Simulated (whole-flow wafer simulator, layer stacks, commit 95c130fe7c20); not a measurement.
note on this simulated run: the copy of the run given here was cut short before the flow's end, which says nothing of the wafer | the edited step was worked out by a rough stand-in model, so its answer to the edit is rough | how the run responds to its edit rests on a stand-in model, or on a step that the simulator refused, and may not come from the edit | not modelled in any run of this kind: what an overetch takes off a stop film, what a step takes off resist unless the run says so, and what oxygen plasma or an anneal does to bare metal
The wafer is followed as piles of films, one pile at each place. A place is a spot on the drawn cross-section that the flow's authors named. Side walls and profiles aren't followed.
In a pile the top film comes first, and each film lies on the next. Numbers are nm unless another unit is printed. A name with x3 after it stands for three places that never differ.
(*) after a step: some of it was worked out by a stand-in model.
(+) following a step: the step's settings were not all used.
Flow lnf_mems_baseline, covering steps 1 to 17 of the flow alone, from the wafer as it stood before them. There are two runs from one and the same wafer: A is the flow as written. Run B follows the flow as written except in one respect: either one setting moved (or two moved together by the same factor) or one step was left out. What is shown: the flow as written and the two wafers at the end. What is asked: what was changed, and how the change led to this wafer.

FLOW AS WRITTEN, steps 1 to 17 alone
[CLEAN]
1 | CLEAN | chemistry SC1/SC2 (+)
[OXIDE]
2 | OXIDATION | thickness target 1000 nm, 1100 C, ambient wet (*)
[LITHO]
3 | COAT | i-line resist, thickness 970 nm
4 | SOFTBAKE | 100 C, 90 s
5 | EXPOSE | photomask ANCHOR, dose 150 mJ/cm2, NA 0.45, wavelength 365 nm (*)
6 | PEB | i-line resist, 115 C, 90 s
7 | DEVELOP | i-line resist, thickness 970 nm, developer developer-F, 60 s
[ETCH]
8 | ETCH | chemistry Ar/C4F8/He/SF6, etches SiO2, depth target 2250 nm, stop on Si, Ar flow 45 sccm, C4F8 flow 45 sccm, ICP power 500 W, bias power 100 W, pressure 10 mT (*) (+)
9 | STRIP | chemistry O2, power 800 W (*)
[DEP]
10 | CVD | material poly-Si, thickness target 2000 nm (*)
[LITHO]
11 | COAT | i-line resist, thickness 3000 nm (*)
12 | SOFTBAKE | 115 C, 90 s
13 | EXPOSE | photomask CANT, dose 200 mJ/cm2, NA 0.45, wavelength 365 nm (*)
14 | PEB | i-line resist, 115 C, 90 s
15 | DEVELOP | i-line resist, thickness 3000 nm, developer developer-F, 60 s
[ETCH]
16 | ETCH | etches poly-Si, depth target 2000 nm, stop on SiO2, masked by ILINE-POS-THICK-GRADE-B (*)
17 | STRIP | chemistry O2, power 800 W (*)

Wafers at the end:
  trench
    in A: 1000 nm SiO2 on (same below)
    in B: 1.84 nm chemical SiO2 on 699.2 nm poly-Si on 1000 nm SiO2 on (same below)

The reason: step 16, ETCH: depth target 1300 nm was run, though the flow has depth target 2000 nm.

How this came from the change, step by step:
  16 | ETCH | etches poly-Si, depth target 2000 nm, stop on SiO2, masked by ILINE-POS-THICK-GRADE-B (*)
      trench, char_slit: A -2000 poly-Si (all of it) | B -1300 poly-Si
      field, anchor, beam: A -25 i-line resist | B -16.2 i-line resist
  17 | STRIP | chemistry O2, power 800 W (*)
      trench, char_slit: A nothing | B +1.84 chemical SiO2 (new film), -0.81 poly-Si
